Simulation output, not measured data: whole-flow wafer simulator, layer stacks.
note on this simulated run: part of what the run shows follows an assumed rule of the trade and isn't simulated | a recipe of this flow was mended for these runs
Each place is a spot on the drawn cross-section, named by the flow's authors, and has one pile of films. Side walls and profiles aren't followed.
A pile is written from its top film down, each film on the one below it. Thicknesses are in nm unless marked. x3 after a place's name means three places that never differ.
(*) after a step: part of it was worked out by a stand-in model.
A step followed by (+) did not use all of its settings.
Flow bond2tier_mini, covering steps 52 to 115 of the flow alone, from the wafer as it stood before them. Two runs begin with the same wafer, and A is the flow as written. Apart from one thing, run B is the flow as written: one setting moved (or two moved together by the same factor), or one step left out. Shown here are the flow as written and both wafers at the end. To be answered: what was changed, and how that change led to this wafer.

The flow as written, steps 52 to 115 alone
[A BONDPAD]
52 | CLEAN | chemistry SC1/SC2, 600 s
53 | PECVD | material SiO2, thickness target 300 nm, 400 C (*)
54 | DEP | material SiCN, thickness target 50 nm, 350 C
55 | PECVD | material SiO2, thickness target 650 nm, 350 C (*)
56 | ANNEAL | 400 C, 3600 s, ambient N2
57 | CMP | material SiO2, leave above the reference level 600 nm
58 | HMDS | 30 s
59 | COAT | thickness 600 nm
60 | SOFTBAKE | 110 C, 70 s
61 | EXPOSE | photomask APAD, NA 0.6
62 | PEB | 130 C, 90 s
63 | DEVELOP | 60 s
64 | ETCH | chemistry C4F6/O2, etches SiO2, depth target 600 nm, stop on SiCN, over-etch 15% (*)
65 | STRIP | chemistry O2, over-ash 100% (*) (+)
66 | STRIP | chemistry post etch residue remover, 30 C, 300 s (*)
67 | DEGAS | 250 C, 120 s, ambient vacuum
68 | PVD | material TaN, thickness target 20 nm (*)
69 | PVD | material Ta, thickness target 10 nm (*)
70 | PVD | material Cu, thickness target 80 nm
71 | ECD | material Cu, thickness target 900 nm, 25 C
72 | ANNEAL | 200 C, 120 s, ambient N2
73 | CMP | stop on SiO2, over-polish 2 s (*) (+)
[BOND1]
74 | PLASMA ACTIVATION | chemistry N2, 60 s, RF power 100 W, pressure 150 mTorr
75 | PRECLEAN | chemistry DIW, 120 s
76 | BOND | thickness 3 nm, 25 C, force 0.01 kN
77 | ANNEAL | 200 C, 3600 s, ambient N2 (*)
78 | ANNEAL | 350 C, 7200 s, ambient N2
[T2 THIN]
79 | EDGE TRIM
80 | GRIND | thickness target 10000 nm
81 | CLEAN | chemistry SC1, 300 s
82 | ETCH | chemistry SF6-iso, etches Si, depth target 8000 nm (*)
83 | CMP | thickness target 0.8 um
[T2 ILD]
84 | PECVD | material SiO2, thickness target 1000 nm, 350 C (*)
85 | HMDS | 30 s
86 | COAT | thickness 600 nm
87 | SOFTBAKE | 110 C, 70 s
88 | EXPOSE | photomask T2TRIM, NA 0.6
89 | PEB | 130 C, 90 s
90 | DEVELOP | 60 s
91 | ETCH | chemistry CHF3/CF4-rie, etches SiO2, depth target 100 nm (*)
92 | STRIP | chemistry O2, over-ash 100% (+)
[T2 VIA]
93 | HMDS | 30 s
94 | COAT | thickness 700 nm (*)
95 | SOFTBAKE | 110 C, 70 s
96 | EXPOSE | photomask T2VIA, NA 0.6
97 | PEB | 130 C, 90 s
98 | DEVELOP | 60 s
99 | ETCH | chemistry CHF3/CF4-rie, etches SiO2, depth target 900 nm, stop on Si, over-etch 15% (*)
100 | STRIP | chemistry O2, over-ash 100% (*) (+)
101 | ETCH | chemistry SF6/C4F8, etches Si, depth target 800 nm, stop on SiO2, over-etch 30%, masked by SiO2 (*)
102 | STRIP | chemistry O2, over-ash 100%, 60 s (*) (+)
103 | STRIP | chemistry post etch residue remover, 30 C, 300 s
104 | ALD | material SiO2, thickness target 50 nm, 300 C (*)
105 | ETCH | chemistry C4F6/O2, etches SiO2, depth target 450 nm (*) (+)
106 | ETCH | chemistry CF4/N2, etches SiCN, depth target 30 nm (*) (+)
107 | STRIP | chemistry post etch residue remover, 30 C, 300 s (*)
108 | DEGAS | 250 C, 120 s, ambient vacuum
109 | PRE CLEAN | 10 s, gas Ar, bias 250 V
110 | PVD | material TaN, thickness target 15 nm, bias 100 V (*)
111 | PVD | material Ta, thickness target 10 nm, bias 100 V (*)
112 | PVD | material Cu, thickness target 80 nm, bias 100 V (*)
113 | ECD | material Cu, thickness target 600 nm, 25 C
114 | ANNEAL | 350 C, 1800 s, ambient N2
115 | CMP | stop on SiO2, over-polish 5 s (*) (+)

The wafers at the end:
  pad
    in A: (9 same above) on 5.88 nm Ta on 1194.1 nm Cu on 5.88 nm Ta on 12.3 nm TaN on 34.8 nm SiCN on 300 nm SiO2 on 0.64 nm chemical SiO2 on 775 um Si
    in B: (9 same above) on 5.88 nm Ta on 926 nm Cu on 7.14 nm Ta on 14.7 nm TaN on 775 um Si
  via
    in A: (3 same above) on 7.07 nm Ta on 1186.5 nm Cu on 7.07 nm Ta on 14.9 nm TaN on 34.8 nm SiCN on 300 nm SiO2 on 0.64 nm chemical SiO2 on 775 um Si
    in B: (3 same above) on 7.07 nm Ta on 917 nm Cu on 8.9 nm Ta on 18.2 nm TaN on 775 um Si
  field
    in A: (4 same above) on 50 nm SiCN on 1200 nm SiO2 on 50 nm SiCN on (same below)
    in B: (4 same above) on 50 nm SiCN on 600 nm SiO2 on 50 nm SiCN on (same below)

Cause: step 55, PECVD: material SiO2, thickness target 650 nm, 350 C (*), was skipped.

The path from the change to this, step by step:
  57 | CMP | material SiO2, leave above the reference level 600 nm
      field, pad, via: A SiO2 loses 50 | B nothing
  64 | ETCH | chemistry C4F6/O2, etches SiO2, depth target 600 nm, stop on SiCN, over-etch 15% (*)
      pad, via: A SiO2 loses 600 (all of it), SiCN loses 15.2 | B SiCN loses 50 (all of it), SiO2 loses 300 (all of it), chemical SiO2 loses 0.64 (all of it), Si loses 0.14
  68 | PVD | material TaN, thickness target 20 nm (*)
      pad: A TaN gains 12.3 (new film) | B TaN gains 14.7 (new film)
      via: A TaN gains 14.9 (new film) | B TaN gains 18.2 (new film)
  69 | PVD | material Ta, thickness target 10 nm (*)
      pad: A Ta gains 5.88 (new film) | B Ta gains 7.14 (new film)
      via: A Ta gains 7.07 (new film) | B Ta gains 8.9 (new film)
  70 | PVD | material Cu, thickness target 80 nm
      pad: A Cu gains 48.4 (new film) | B Cu gains 58.3 (new film)
      via: A Cu gains 59 (new film) | B Cu gains 72.3 (new film)
  71 | ECD | material Cu, thickness target 900 nm, 25 C
      pad: A Cu gains 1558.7 | B Cu gains 1280.7
      via: A Cu gains 1544.3 | B Cu gains 1261.5
  76 | BOND | thickness 3 nm, 25 C, force 0.01 kN
      field: A Si gains 775 um (new film), chemical SiO2 gains 0.64 (new film), SiO2 gains 300 (new film), SiCN gains 50 (new film), SiO2 gains 600 | B Si gains 775 um (new film), chemical SiO2 gains 0.64 (new film), SiO2 gains 300 (new film), SiCN gains 50 (new film), SiO2 gains 600 (new film)
